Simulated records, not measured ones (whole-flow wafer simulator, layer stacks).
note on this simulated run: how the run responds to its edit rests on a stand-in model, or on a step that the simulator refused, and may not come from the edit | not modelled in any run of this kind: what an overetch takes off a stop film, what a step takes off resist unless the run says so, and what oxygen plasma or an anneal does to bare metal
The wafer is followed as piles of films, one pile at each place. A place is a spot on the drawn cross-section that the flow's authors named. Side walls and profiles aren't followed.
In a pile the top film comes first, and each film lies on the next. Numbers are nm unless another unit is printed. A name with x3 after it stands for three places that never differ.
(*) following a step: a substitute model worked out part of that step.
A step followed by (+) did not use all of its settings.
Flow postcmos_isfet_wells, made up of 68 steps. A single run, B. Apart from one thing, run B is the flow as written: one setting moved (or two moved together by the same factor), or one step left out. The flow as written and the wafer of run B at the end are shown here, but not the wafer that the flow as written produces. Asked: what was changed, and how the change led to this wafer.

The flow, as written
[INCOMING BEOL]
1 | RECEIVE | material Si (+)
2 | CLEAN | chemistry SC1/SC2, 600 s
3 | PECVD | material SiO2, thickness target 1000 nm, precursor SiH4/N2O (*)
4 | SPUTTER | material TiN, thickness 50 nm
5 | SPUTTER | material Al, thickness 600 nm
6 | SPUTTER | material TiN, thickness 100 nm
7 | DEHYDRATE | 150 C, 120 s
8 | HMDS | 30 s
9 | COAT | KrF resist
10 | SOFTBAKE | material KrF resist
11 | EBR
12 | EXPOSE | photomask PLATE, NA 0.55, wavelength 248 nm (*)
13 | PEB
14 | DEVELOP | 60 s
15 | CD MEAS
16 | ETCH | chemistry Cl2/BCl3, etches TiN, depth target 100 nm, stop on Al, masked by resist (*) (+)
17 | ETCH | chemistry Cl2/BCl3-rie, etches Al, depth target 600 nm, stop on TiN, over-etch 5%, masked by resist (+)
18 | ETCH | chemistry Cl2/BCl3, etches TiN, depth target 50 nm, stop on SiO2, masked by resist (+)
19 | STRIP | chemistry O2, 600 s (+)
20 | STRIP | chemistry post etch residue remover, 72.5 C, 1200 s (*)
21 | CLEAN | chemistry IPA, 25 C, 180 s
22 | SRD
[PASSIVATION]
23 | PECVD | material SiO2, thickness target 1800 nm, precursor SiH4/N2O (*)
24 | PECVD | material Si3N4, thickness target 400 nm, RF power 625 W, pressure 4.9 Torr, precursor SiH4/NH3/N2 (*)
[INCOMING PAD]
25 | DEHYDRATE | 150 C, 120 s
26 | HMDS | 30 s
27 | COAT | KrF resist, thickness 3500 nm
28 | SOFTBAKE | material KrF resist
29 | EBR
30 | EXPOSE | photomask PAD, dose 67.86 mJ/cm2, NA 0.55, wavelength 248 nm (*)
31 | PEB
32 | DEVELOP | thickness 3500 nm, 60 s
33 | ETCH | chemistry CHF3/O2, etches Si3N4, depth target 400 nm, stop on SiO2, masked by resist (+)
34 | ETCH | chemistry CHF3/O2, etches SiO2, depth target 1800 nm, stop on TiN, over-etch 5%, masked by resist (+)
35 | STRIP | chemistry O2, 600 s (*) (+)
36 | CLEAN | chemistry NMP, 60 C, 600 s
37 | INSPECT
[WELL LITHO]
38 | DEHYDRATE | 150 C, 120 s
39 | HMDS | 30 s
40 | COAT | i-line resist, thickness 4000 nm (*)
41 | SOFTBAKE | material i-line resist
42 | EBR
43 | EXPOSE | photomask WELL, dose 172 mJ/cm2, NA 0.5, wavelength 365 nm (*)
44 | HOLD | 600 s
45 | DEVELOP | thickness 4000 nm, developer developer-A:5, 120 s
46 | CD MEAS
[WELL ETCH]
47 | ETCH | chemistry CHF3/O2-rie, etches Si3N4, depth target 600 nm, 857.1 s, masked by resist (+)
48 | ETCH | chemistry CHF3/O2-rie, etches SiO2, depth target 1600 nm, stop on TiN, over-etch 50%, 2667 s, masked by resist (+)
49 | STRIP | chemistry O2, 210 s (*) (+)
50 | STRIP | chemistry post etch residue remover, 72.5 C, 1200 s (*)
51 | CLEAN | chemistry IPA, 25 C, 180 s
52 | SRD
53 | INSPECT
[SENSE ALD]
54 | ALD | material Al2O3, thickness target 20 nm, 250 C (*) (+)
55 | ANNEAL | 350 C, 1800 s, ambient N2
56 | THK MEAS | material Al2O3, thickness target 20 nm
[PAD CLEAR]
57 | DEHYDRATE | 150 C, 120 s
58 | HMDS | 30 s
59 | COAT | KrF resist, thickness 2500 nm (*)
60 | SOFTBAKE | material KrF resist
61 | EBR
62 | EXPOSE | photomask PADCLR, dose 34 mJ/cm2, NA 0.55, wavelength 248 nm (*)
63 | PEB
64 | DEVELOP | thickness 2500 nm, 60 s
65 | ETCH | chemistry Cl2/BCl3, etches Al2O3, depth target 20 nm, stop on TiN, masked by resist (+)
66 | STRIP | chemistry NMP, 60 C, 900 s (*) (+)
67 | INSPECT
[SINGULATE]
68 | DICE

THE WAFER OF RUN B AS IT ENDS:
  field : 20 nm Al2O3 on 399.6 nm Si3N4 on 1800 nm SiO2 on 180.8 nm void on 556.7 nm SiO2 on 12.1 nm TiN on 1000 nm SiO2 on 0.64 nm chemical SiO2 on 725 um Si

Cause: step 18, ETCH: depth target 37.5 nm was run, though the flow has depth target 50 nm.

The path from the change to this, step by step:
  18 | ETCH | chemistry Cl2/BCl3, etches TiN, depth target 50 nm, stop on SiO2, masked by resist (+)
      field: TiN loses 37.5 (it would be, as written: TiN loses 50 (all of it))
      margin, well900, well1300 x3, pad_rim, pad_clr, pad_open: KrF resist loses 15 (it would be, as written: KrF resist loses 20)
  23 | PECVD | material SiO2, thickness target 1800 nm, precursor SiH4/N2O (*)
      field: SiO2 gains 1800 (new film), void gains 180.8 (new film), SiO2 gains 556.7 (new film) (it would be, as written: SiO2 gains 1800 (new film), void gains 189.9 (new film), SiO2 gains 559.7)
If metal films that touch count as one body, field has 1 body; the flow as written gives 0 bodies.
